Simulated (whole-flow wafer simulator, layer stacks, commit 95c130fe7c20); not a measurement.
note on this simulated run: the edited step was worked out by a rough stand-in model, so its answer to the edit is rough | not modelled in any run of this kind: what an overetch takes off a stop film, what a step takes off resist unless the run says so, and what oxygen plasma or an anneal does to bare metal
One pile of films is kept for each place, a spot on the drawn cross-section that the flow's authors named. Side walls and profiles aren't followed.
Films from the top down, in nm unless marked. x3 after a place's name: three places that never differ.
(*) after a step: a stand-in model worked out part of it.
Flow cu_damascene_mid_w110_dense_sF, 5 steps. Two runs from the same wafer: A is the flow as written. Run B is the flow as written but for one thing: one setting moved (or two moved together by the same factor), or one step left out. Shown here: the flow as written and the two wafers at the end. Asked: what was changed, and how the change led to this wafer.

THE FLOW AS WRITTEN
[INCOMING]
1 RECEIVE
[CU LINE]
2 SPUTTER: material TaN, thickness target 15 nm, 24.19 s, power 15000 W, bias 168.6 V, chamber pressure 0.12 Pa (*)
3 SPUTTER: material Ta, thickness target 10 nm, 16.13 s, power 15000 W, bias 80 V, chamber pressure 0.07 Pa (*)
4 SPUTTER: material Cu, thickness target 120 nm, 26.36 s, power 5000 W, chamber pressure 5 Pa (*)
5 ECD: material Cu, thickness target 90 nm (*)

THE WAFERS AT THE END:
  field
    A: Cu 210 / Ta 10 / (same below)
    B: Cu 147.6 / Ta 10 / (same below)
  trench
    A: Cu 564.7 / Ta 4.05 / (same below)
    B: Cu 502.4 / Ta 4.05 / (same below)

The cause: step 4, SPUTTER: 13.18 s was run, where the flow has 26.36 s.

How the change led to this, step by step:
  4 SPUTTER: material Cu, thickness target 120 nm, 26.36 s, power 5000 W, chamber pressure 5 Pa (*)
      field: A Cu +120 (new film) | B Cu +57.6 (new film)
      trench: A Cu +35.7 (new film) | B Cu +17.1 (new film)
  5 ECD: material Cu, thickness target 90 nm (*)
      trench: A Cu +529 | B Cu +485.2
